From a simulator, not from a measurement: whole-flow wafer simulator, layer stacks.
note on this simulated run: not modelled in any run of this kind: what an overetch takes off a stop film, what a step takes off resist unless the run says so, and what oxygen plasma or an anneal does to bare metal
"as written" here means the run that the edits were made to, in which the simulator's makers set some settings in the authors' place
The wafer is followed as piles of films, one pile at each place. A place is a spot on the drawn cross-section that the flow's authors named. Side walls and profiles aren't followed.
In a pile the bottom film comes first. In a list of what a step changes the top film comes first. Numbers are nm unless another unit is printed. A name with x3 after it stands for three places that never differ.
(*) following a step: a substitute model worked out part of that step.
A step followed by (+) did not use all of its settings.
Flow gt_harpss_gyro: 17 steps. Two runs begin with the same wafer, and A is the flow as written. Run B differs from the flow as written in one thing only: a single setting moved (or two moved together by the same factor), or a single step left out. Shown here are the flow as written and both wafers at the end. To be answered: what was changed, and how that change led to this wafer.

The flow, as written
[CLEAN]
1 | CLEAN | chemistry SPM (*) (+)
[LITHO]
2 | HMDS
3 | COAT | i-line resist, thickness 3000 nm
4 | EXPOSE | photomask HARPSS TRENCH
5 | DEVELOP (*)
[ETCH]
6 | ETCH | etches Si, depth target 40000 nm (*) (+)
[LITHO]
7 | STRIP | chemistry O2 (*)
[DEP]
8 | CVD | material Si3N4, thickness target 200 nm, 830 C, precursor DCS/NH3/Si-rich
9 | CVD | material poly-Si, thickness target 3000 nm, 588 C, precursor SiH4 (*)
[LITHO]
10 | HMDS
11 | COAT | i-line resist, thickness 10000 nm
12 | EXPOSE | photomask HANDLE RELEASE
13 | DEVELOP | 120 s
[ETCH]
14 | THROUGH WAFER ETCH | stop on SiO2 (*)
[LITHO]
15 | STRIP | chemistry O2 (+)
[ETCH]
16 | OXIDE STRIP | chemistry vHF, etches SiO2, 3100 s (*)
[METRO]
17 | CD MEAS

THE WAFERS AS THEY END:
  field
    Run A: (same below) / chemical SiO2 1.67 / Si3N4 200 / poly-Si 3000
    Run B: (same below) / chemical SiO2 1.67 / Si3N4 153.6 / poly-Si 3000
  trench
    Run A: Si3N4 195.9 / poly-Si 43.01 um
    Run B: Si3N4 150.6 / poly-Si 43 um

The reason: step 8, CVD: thickness target 153.6 nm was run, though the flow has thickness target 200 nm.
The wafer itself shows it: field has Si3N4 153.6, and step 8 as written asks for 200 nm.

Step by step, how the change led to this:
  8 | CVD | material Si3N4, thickness target 200 nm, 830 C, precursor DCS/NH3/Si-rich
      field: A Si3N4 gains 200 (new film) | B Si3N4 gains 153.6 (new film)
      trench: A Si3N4 gains 195.9 (new film) | B Si3N4 gains 150.6 (new film)
  9 | CVD | material poly-Si, thickness target 3000 nm, 588 C, precursor SiH4 (*)
      trench: A poly-Si gains 43.01 um (new film) | B poly-Si gains 43 um (new film)
